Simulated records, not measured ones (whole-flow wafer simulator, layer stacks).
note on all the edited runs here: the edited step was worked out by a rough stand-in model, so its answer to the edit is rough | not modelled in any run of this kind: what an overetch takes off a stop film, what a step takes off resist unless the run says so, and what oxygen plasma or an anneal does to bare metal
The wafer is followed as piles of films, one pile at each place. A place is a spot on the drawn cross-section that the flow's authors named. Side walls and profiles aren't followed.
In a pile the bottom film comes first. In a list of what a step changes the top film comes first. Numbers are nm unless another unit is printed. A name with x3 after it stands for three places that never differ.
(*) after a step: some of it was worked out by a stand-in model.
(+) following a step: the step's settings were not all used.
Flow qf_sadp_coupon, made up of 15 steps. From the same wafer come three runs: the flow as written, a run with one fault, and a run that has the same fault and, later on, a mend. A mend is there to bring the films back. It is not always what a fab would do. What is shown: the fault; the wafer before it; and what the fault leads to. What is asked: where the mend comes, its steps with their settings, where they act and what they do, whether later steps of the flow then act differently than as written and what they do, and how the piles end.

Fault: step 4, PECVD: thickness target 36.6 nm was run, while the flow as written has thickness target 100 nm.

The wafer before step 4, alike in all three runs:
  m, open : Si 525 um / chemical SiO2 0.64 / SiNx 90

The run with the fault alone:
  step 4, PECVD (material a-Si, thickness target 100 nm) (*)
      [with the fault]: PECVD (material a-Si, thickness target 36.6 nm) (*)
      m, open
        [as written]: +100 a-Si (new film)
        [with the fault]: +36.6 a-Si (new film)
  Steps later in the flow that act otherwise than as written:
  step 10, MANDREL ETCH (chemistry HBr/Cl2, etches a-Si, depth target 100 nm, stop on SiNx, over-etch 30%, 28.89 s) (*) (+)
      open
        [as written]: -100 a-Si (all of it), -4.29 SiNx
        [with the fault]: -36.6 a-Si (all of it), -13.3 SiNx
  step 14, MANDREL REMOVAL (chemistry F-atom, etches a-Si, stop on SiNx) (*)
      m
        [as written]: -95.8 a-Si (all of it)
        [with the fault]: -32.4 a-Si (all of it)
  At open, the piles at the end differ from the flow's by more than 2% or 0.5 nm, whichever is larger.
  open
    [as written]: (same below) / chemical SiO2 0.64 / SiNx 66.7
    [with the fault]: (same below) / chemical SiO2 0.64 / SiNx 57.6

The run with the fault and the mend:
  The mend stands after step 4.
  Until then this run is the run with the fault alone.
  step 4a, ETCH (chemistry tmah, depth target 42.09 nm)
      m, open
        -36.6 a-Si (all of it)
  step 4b, PECVD (material a-Si, thickness target 100 nm) (*) (the flow's step 4, run once more)
      m, open
        +100 a-Si (new film)
  None of the later steps of the flow acts differently than as written at any place that is followed.
  By the end, the piles equal the flow's at every place that both follow.
